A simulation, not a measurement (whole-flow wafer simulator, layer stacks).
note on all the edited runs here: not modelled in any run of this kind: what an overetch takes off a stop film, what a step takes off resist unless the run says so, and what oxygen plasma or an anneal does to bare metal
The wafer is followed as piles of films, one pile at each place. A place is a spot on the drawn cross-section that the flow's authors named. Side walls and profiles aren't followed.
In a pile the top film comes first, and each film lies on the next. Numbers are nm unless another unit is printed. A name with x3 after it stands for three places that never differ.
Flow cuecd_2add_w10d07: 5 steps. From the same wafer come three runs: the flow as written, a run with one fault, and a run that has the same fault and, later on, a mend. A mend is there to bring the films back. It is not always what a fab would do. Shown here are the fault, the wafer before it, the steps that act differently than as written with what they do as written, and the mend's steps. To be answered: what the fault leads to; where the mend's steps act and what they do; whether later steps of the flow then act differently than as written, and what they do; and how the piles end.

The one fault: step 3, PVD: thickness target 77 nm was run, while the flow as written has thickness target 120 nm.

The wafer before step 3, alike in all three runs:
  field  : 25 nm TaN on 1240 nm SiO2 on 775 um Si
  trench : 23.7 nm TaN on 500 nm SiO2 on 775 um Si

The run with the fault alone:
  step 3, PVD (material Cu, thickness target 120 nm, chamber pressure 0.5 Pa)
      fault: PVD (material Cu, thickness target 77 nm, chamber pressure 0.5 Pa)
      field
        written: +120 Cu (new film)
        fault: +77 Cu (new film)
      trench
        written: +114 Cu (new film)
        fault: +73.1 Cu (new film)
  Every later step of the flow that is run acts as written at every place that is followed.
  By the end, the piles at field, trench depart from the flow's by more than 2% or 0.5 nm, whichever is larger.
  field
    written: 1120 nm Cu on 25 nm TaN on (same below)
    fault: 1077 nm Cu on 25 nm TaN on (same below)
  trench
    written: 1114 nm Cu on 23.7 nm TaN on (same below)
    fault: 1073.1 nm Cu on 23.7 nm TaN on (same below)

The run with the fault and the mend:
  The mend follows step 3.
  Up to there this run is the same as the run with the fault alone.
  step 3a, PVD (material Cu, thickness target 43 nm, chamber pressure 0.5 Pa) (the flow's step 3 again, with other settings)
      field
        +43 Cu
      trench
        +40.7 Cu
  Every later step of the flow that is run acts as written at every place that is followed.
  At the end the piles are close to the flow's at the places that both follow, differing by at most 2% or 0.5 nm, whichever is larger.
